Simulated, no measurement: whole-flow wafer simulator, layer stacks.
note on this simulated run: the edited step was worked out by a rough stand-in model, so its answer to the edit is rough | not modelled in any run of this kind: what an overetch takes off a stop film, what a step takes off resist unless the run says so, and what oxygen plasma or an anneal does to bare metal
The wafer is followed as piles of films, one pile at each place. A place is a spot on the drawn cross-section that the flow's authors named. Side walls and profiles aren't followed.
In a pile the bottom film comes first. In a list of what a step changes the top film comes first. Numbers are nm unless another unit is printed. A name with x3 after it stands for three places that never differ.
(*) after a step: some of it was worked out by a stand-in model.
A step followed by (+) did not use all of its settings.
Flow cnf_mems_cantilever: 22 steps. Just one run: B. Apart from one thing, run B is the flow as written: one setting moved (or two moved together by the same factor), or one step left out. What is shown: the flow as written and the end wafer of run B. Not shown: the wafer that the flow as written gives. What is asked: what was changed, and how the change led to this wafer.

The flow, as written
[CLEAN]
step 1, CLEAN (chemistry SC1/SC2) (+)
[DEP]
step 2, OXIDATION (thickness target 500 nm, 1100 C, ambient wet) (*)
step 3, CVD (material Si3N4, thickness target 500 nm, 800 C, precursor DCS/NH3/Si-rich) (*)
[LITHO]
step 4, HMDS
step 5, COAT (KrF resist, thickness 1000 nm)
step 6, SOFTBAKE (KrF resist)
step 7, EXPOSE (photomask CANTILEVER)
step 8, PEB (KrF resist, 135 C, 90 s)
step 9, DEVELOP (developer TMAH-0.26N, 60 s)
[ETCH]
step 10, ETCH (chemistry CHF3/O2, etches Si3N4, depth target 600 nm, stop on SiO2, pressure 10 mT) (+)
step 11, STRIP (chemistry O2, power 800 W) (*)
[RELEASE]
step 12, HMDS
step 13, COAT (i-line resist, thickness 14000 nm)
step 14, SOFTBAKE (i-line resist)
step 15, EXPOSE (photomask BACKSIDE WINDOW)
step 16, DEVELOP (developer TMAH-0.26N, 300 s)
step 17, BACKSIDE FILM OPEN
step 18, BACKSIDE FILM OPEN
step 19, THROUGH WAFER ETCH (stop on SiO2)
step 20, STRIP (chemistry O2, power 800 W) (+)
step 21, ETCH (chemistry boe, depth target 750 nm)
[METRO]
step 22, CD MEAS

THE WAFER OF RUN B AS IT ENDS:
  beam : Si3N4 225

The reason: step 3, CVD: thickness target 225 nm was run, while the flow as written has thickness target 500 nm.
The wafer itself shows it: beam has Si3N4 225, and step 3 as written asks for 500 nm.

How this came from the change, step by step:
  step 3, CVD (material Si3N4, thickness target 500 nm, 800 C, precursor DCS/NH3/Si-rich) (*)
      field, beam: +225 Si3N4 (new film) (in the flow as written it would be: +500 Si3N4 (new film))
  step 10, ETCH (chemistry CHF3/O2, etches Si3N4, depth target 600 nm, stop on SiO2, pressure 10 mT) (+)
      field: -225 Si3N4 (all of it) (in the flow as written it would be: -500 Si3N4 (all of it))
      beam: -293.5 KrF resist (in the flow as written it would be: -521.7 KrF resist)
  step 11, STRIP (chemistry O2, power 800 W) (*)
      beam: -648.2 KrF resist (all of it) (in the flow as written it would be: -419.9 KrF resist (all of it))
